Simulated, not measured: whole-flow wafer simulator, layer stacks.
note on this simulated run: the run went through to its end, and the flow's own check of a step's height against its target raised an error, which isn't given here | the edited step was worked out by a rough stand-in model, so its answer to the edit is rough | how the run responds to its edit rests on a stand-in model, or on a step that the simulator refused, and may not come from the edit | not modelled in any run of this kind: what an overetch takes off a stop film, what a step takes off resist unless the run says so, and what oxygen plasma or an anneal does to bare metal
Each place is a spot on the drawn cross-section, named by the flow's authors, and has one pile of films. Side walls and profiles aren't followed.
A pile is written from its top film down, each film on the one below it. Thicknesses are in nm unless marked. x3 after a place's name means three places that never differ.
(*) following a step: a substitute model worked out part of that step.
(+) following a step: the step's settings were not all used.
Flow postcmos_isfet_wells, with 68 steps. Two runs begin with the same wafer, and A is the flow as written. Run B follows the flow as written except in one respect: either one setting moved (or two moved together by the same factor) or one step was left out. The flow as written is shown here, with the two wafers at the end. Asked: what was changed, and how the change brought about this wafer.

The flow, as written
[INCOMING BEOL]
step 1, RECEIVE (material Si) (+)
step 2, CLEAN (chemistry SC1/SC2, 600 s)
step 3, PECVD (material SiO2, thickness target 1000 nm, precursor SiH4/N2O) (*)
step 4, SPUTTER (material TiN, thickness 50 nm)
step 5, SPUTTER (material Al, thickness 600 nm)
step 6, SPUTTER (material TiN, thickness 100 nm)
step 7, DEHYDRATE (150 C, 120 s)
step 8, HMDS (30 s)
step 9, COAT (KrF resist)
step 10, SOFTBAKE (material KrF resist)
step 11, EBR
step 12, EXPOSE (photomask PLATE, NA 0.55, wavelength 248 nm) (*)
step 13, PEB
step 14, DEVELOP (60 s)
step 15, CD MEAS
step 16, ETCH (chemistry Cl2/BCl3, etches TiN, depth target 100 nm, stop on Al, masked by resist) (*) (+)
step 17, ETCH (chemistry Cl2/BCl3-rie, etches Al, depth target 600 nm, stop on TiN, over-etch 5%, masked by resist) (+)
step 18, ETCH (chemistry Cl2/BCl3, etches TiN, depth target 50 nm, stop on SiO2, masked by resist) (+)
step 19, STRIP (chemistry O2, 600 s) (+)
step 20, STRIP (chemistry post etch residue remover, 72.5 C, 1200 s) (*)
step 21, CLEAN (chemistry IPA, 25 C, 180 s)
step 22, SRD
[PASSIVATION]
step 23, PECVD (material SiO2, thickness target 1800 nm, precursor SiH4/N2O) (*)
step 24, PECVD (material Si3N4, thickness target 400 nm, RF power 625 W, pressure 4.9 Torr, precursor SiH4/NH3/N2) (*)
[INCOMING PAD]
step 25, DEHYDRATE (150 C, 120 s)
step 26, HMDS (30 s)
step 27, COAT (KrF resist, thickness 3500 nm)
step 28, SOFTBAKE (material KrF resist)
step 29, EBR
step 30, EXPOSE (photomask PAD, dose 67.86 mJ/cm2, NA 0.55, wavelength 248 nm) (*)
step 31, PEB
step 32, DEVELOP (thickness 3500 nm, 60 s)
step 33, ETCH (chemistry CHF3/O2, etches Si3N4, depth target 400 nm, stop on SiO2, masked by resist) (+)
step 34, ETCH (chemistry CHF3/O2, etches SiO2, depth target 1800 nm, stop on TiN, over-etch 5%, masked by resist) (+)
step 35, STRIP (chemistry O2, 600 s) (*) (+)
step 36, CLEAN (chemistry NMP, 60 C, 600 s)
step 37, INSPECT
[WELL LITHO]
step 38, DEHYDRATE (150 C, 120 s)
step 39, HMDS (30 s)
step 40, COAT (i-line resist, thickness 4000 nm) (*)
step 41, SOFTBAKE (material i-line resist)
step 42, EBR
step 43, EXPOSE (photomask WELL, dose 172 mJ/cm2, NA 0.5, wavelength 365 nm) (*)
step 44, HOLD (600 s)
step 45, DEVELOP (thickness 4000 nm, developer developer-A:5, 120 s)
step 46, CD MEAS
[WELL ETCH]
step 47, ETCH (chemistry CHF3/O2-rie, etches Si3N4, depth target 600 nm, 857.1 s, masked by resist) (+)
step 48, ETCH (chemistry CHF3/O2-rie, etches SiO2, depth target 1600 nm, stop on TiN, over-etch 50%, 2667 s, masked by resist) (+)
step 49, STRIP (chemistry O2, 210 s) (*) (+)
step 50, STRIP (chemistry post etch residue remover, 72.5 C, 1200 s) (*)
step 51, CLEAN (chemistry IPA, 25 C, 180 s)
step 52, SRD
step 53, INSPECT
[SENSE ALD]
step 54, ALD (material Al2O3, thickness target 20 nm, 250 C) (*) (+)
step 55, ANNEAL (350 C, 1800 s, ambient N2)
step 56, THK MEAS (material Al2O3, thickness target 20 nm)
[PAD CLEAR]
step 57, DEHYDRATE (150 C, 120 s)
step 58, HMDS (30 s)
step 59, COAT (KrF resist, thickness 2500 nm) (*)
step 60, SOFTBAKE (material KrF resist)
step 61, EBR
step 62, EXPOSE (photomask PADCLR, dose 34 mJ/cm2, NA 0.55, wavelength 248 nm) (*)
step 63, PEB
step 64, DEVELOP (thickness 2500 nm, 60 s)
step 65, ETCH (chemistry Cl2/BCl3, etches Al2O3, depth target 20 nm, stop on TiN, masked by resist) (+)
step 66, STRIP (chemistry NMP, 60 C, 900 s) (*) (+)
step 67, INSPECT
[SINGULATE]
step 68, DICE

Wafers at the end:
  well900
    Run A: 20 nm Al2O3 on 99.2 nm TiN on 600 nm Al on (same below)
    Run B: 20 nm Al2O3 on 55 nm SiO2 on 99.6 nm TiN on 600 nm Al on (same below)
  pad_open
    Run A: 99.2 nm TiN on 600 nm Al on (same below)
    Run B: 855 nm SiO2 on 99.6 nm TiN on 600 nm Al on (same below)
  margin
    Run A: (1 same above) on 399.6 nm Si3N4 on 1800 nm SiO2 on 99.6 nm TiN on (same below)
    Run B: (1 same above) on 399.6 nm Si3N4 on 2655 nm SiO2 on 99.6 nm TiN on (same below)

What caused this: step 23, PECVD: thickness target 2655 nm was run, though the flow has thickness target 1800 nm.
The wafer lets one read it off: margin has SiO2 2655, and step 23 as written asks for 1800 nm.

How this came from the change, step by step:
  step 23, PECVD (material SiO2, thickness target 1800 nm, precursor SiH4/N2O) (*)
      margin, well900, well1300 x3, pad_rim, pad_clr, pad_open: A SiO2 gains 1800 (new film) | B SiO2 gains 2655 (new film)
      field: A SiO2 gains 1800 (new film), void gains 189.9 (new film), SiO2 gains 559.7 | B SiO2 gains 2655 (new film), void gains 189.8 (new film), SiO2 gains 559.8
  step 34, ETCH (chemistry CHF3/O2, etches SiO2, depth target 1800 nm, stop on TiN, over-etch 5%, masked by resist) (+)
      pad_open: A SiO2 loses 1800 (all of it) | B SiO2 loses 1800
  step 48, ETCH (chemistry CHF3/O2-rie, etches SiO2, depth target 1600 nm, stop on TiN, over-etch 50%, 2667 s, masked by resist) (+)
      well900, well1300 x3: A SiO2 loses 1600 (all of it) | B SiO2 loses 2400
  step 59, COAT (KrF resist, thickness 2500 nm) (*)
      field: A KrF resist gains 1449 (new film) | B KrF resist gains 1067 (new film)
      margin: A KrF resist gains 1448.9 (new film) | B KrF resist gains 1066.9 (new film)
  step 63, PEB
      field, margin: A KrF resist loses 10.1 | B KrF resist loses 7.38
  step 66, STRIP (chemistry NMP, 60 C, 900 s) (*) (+)
      field: A KrF resist loses 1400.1 (all of it) | B KrF resist loses 1020.9 (all of it)
      margin: A KrF resist loses 1400.1 (all of it) | B KrF resist loses 1020.8 (all of it)
